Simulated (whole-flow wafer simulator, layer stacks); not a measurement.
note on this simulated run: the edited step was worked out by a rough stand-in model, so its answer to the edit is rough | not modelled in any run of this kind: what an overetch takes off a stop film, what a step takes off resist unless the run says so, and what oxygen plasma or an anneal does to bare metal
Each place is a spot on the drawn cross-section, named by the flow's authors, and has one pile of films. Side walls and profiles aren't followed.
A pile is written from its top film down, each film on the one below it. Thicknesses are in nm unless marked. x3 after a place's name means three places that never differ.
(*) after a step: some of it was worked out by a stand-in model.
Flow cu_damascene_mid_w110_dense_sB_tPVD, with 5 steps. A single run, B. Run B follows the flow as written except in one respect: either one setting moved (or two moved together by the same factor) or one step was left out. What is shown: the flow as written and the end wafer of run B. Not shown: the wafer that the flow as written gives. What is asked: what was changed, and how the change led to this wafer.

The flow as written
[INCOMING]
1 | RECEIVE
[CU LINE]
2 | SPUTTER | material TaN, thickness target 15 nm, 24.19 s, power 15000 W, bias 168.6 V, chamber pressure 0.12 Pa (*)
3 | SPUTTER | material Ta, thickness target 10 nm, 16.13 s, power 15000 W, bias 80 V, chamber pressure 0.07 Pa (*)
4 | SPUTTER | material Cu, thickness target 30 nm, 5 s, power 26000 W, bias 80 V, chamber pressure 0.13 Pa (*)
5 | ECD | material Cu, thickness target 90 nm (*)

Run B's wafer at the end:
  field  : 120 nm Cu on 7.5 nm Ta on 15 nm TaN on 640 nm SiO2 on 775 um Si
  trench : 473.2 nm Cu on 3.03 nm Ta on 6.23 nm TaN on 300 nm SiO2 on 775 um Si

What caused this: step 3, SPUTTER: thickness target 7.5 nm was run, whereas the flow has thickness target 10 nm; step 3, SPUTTER: 12.1 s was run, where the flow has 16.13 s.
One can read it off the wafer: field has Ta 7.5, and step 3 as written asks for 10 nm.

The path from the change to this, step by step:
  3 | SPUTTER | material Ta, thickness target 10 nm, 16.13 s, power 15000 W, bias 80 V, chamber pressure 0.07 Pa (*)
      field: +7.5 Ta (new film) (it would be, as written: +10 Ta (new film))
      trench: +3.03 Ta (new film) (it would be, as written: +4.05 Ta (new film))
